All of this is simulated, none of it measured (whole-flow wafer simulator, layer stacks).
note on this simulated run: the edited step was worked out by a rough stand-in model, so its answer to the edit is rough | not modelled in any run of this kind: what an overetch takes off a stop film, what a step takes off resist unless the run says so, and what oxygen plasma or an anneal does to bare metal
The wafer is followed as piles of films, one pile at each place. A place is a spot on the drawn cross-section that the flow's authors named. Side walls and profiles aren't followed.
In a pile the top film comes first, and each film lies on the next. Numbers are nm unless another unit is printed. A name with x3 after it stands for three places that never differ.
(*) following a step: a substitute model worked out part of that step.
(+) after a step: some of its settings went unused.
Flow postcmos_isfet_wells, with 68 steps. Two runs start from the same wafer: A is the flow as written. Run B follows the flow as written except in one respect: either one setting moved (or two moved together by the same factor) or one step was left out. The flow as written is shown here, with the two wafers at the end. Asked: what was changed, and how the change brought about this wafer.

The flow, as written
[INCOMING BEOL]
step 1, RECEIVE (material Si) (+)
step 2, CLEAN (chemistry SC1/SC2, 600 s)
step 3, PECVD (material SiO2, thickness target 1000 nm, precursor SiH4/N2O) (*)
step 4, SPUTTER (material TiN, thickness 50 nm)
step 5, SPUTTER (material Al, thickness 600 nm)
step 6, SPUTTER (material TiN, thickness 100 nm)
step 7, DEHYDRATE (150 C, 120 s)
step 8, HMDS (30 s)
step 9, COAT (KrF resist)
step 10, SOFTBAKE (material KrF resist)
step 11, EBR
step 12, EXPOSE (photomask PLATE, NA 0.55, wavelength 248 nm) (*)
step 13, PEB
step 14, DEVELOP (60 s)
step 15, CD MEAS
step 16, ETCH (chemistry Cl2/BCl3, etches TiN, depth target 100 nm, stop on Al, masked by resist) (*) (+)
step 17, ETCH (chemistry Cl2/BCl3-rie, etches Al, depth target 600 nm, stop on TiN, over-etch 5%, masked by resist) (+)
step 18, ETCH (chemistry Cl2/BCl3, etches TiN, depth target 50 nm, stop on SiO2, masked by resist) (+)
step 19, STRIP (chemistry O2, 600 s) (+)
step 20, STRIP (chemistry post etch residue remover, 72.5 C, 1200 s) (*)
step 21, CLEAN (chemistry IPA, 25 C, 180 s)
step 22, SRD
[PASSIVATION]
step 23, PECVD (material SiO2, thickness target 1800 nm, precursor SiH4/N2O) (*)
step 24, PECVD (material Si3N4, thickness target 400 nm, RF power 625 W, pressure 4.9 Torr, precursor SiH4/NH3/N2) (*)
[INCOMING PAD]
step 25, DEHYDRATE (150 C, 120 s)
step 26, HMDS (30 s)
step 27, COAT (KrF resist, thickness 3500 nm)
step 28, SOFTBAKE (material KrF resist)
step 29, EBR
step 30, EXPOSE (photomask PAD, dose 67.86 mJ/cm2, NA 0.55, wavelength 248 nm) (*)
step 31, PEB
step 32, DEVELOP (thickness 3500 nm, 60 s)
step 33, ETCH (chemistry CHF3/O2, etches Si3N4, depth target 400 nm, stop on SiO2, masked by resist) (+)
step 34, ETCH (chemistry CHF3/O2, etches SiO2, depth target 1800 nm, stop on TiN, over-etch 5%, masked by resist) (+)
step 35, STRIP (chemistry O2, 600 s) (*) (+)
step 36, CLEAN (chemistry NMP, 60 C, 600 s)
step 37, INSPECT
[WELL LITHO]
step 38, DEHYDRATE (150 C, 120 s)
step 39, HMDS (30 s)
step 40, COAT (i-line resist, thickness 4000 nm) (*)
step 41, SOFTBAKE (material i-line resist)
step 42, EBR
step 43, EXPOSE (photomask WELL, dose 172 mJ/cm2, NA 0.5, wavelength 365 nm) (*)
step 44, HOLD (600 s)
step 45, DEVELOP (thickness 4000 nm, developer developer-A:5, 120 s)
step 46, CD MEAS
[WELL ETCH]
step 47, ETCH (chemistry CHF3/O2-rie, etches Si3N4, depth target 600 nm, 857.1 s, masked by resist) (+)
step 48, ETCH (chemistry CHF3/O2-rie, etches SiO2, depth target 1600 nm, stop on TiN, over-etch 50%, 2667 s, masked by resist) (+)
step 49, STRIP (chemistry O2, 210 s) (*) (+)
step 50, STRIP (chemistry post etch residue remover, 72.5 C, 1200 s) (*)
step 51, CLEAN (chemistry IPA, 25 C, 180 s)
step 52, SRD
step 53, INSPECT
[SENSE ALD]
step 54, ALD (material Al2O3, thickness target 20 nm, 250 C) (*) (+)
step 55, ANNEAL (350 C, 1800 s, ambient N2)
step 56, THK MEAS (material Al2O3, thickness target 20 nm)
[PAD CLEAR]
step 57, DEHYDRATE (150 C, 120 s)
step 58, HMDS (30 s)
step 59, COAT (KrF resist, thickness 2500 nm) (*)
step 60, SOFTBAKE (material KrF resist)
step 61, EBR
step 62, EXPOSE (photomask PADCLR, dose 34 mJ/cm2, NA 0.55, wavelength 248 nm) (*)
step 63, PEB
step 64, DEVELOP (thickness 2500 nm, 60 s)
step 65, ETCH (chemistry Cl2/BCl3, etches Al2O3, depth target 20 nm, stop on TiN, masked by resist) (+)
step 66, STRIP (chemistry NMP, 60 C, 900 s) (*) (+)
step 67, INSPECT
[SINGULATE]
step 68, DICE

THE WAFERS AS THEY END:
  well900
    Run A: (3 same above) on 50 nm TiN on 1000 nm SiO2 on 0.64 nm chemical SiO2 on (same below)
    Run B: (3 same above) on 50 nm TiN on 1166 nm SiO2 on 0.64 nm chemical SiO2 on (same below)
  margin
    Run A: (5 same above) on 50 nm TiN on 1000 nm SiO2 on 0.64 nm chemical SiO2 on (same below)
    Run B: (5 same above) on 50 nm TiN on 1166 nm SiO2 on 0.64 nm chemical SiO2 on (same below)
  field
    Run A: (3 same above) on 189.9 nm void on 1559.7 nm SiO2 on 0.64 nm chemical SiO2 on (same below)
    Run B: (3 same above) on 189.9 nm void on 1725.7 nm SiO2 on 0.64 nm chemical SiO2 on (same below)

The reason: step 3, PECVD: thickness target 1166 nm was run, while the flow as written has thickness target 1000 nm.
The wafer lets one read it off: well900 has SiO2 1166, and step 3 as written asks for 1000 nm.

The path from the change to this, step by step:
  step 3, PECVD (material SiO2, thickness target 1000 nm, precursor SiH4/N2O) (*)
      field, margin, well900, well1300 x3, pad_rim, pad_clr, pad_open: A +1000 SiO2 (new film) | B +1166 SiO2 (new film)
